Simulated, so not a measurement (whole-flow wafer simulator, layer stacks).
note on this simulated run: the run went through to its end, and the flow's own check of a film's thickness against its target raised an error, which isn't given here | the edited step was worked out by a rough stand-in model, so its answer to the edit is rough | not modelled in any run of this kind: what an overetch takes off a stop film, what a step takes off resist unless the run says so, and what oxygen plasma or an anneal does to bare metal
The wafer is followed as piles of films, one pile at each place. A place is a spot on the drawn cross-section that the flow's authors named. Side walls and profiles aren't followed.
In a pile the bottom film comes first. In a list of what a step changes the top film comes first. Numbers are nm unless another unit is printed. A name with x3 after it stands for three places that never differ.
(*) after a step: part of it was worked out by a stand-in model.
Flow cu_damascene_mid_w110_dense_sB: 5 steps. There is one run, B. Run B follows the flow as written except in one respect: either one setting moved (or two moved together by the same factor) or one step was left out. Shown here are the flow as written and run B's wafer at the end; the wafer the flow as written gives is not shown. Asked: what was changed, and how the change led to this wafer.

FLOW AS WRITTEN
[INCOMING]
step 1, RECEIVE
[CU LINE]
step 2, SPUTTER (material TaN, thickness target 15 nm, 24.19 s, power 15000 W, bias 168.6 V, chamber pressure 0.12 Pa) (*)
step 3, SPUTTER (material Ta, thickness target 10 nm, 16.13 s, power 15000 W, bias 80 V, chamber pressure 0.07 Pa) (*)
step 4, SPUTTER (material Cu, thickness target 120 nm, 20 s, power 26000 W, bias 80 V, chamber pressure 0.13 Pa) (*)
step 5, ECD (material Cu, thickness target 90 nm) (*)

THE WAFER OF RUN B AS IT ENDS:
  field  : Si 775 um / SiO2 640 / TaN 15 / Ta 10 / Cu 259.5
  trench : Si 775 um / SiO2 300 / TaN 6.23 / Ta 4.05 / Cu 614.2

The reason: step 5, ECD: thickness target 139.5 nm was run, though the flow has thickness target 90 nm.

How this came from the change, step by step:
  step 5, ECD (material Cu, thickness target 90 nm) (*)
      field: Cu gains 139.5 (it would be, as written: Cu gains 90)
      trench: Cu gains 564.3 (it would be, as written: Cu gains 514.8)
